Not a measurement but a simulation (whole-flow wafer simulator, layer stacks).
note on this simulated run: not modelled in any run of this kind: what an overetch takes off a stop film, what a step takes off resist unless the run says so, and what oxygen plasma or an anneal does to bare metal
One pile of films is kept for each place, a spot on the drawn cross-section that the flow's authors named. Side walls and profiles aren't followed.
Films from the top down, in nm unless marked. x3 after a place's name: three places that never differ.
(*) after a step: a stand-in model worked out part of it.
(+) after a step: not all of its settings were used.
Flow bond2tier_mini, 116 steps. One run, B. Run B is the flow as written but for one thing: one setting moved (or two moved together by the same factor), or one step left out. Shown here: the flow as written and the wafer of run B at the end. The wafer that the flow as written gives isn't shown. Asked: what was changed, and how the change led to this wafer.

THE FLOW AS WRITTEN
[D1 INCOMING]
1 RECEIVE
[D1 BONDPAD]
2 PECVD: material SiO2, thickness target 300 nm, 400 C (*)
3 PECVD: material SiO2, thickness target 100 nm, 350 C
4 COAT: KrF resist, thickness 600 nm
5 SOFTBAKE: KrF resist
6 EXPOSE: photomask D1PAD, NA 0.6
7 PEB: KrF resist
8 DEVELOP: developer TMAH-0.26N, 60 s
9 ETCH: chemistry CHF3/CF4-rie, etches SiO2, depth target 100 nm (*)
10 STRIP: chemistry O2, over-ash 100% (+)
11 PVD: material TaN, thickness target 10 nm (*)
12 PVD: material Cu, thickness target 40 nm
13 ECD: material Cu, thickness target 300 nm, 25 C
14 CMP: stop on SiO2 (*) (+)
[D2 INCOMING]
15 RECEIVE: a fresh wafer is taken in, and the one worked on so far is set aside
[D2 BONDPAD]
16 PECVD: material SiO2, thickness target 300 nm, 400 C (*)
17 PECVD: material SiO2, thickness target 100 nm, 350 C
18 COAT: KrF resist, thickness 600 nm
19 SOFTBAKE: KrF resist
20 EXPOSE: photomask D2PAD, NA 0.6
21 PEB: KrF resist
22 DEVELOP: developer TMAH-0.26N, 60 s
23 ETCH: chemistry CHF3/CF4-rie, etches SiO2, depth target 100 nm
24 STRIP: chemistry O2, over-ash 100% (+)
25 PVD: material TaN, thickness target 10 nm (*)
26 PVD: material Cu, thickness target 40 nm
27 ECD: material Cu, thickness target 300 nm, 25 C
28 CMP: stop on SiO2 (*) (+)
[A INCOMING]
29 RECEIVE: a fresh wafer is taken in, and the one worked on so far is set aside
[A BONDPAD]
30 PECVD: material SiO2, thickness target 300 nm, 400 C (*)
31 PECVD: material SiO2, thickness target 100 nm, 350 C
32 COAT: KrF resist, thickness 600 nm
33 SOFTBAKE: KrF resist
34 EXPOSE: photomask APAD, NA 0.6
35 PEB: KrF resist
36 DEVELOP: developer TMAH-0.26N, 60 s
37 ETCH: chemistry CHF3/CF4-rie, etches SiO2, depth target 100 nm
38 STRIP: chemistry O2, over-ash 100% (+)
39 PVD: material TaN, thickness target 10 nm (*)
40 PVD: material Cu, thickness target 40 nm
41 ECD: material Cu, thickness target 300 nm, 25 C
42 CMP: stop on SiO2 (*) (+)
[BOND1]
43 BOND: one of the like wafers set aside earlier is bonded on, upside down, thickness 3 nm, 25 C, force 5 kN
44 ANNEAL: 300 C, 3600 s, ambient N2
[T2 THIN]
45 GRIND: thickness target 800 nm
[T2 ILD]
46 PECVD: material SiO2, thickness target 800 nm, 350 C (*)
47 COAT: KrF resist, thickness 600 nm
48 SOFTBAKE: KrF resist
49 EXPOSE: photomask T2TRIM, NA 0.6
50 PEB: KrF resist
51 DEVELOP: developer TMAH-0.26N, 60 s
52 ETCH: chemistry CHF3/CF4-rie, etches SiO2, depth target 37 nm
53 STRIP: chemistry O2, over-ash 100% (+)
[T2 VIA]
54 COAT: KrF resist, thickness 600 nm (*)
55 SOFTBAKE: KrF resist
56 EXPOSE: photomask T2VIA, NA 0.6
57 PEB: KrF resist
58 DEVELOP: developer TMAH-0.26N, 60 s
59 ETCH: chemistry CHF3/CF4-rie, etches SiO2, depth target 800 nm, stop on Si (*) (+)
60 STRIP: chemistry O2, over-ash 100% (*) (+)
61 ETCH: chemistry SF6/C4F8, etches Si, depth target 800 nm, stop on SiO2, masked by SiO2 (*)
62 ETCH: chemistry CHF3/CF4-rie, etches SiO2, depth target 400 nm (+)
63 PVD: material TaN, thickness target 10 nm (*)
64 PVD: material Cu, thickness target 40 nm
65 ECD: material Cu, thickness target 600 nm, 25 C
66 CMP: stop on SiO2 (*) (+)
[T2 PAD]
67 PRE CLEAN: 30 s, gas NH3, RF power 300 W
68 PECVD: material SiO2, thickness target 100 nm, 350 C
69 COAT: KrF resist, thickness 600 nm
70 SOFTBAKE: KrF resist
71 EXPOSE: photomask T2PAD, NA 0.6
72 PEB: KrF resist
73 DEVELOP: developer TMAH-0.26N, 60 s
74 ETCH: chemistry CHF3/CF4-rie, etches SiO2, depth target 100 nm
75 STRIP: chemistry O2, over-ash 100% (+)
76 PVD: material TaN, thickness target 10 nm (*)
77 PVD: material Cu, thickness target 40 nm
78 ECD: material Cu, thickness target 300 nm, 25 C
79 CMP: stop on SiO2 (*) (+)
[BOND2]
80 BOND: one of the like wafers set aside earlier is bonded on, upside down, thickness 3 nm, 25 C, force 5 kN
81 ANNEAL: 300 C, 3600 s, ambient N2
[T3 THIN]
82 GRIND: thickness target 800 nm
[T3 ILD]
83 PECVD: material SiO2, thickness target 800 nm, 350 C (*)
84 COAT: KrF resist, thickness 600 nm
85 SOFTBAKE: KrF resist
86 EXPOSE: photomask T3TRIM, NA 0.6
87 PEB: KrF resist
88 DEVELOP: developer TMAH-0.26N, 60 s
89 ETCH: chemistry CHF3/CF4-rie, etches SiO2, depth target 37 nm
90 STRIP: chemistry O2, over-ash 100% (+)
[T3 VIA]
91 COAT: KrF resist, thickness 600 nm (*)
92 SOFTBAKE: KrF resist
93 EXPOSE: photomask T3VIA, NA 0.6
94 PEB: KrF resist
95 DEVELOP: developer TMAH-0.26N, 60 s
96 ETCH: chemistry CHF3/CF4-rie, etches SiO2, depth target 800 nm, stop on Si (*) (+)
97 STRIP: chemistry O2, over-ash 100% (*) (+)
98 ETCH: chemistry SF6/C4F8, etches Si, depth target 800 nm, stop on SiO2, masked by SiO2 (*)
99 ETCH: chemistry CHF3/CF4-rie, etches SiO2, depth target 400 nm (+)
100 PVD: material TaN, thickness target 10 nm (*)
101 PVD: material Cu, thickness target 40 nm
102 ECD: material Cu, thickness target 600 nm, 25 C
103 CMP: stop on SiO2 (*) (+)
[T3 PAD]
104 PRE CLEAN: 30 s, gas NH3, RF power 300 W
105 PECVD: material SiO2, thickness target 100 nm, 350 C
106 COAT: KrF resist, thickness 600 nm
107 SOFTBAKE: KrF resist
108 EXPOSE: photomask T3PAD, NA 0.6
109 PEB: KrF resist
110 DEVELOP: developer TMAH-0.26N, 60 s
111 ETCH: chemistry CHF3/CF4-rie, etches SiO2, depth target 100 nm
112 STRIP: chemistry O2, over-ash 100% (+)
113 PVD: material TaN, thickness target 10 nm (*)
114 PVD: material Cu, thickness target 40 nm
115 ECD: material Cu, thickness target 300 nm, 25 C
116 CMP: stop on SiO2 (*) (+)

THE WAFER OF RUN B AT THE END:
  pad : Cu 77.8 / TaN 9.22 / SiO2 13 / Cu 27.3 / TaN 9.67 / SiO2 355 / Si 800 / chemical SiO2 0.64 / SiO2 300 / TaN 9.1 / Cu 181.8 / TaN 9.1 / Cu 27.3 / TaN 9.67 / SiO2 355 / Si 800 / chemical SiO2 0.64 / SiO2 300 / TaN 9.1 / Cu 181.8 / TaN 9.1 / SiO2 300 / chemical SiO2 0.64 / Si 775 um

The cause: step 111, ETCH: depth target 87 nm was run, where the flow has depth target 100 nm.

How the change led to this, step by step:
  111 ETCH: chemistry CHF3/CF4-rie, etches SiO2, depth target 100 nm
      pad: SiO2 -87 (as written it would be: SiO2 -100 (all of it))
      field: KrF resist -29 (as written it would be: KrF resist -33.3)
  115 ECD: material Cu, thickness target 300 nm, 25 C
      pad: Cu +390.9 (as written it would be: Cu +404.5)
Counting metal films that touch as one body, pad has 4 bodies (between them, from the top down: SiO2 13; SiO2 355 / Si 800 / chemical SiO2 0.64 / SiO2 300; SiO2 355 / Si 800 / chemical SiO2 0.64 / SiO2 300); the flow as written gives 3 bodies (between them, from the top down: SiO2 355 / Si 800 / chemical SiO2 0.64 / SiO2 300; SiO2 355 / Si 800 / chemical SiO2 0.64 / SiO2 300).
